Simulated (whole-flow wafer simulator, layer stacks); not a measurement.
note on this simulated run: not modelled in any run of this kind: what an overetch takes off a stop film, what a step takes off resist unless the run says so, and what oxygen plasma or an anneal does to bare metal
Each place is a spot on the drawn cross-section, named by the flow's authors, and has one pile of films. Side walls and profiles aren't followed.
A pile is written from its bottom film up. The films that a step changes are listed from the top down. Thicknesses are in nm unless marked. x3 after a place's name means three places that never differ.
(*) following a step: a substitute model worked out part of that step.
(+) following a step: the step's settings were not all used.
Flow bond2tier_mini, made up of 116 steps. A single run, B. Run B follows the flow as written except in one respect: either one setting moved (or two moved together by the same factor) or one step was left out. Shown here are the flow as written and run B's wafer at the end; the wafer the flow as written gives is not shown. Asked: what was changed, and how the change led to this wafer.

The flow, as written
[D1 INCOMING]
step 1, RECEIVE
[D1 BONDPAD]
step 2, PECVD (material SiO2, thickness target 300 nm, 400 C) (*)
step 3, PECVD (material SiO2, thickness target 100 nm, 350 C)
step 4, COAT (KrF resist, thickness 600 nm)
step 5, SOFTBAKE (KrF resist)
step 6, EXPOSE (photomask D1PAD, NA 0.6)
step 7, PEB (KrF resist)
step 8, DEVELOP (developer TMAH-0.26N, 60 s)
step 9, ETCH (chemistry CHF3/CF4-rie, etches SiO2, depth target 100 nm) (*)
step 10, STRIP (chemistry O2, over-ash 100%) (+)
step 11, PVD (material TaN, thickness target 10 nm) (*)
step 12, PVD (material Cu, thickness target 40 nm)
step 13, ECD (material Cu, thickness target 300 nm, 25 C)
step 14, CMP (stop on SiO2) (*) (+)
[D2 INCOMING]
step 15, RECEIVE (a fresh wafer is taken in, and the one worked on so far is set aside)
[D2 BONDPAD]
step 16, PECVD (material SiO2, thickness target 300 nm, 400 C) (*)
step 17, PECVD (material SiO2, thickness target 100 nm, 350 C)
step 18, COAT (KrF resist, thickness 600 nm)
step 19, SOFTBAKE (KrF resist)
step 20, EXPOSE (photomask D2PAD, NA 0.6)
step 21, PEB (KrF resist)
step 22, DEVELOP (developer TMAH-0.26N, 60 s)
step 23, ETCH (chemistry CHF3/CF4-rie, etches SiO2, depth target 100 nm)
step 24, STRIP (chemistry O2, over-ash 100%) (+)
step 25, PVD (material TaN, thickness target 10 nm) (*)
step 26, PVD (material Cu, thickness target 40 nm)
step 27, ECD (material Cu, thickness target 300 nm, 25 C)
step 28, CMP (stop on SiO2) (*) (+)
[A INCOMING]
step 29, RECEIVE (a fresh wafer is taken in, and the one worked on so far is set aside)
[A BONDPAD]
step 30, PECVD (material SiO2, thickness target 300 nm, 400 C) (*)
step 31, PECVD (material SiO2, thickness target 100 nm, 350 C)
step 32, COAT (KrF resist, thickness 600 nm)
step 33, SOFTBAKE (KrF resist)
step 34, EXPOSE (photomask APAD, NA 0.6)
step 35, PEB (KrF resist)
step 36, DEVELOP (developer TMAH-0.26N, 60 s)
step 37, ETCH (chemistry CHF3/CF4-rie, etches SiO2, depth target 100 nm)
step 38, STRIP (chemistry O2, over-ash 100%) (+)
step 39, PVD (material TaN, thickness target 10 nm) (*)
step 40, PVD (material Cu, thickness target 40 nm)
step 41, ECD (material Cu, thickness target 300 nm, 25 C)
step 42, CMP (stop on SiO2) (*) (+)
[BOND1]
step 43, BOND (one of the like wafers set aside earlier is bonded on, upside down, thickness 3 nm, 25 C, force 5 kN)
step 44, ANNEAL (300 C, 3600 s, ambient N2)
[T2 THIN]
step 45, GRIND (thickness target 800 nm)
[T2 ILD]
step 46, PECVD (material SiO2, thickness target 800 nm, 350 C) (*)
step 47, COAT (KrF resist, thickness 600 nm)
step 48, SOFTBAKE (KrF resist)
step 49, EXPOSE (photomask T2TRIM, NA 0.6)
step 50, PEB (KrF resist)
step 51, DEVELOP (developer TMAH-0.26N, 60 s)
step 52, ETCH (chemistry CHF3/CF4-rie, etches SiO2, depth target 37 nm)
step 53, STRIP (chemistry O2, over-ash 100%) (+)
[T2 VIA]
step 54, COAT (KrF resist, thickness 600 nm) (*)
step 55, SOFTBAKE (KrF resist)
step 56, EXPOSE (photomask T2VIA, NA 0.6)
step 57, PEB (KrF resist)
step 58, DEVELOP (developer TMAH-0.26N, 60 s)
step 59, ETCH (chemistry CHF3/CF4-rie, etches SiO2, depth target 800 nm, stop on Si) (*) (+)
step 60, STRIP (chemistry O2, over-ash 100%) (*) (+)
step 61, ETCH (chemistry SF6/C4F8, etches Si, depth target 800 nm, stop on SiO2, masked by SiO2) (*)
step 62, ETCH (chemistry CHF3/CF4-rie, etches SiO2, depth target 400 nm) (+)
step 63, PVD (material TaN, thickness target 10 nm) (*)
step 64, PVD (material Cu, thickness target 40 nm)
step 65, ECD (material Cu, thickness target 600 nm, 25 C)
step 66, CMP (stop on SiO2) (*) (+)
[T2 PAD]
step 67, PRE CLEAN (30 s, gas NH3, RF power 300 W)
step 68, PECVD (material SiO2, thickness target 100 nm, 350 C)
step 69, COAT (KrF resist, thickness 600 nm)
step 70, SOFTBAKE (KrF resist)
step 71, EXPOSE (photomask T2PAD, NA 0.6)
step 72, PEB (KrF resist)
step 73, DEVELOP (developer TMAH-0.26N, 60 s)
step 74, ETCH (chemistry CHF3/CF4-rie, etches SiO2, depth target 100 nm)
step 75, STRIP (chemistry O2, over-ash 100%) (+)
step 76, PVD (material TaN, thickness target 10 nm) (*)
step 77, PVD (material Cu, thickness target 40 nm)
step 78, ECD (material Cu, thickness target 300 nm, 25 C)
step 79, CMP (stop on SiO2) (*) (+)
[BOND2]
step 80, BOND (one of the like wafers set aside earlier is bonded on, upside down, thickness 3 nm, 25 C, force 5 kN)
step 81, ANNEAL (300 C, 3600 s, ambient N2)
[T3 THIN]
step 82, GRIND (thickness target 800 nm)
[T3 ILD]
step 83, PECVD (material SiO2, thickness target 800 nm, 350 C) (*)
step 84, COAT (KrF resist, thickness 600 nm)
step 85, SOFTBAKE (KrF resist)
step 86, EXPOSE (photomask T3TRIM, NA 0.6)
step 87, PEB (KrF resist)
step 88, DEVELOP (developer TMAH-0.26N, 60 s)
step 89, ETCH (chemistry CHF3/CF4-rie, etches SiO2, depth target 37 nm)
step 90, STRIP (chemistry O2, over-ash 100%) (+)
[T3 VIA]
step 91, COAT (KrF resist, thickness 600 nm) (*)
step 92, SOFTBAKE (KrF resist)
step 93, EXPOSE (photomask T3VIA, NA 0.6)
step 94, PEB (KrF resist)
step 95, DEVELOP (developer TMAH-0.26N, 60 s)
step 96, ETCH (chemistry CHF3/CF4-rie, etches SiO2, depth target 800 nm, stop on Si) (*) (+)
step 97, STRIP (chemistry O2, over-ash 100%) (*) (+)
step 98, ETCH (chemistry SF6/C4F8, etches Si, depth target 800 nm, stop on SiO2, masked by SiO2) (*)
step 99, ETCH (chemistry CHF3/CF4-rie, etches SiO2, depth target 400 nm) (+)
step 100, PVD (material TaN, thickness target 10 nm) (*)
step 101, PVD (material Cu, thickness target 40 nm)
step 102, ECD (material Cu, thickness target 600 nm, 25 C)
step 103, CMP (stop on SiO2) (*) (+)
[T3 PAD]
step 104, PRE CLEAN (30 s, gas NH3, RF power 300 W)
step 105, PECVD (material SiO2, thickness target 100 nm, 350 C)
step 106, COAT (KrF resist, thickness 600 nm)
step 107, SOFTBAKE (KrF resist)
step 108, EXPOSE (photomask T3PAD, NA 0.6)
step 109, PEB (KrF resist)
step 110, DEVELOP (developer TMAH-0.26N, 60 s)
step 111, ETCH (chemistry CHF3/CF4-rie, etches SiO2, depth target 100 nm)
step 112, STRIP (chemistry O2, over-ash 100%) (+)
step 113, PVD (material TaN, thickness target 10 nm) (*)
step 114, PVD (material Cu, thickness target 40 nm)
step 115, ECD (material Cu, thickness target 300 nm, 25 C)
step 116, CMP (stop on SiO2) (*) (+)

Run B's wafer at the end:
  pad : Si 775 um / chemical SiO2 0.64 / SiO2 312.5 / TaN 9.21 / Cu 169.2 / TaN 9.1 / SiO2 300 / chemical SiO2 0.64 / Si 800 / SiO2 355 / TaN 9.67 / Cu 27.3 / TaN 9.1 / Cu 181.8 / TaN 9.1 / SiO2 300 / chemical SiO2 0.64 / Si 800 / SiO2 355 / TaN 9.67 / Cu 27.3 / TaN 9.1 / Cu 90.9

What caused this: step 37, ETCH: depth target 87.5 nm was run, whereas the flow has depth target 100 nm.

Step by step, how the change led to this:
  step 37, ETCH (chemistry CHF3/CF4-rie, etches SiO2, depth target 100 nm)
      pad, via: SiO2 loses 87.5 (as written it would have been: SiO2 loses 100)
      field: KrF resist loses 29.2 (as written it would have been: KrF resist loses 33.3)
  step 41, ECD (material Cu, thickness target 300 nm, 25 C)
      pad: Cu gains 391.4 (as written it would have been: Cu gains 404.5)
      via: Cu gains 387.6 (as written it would have been: Cu gains 400.2)
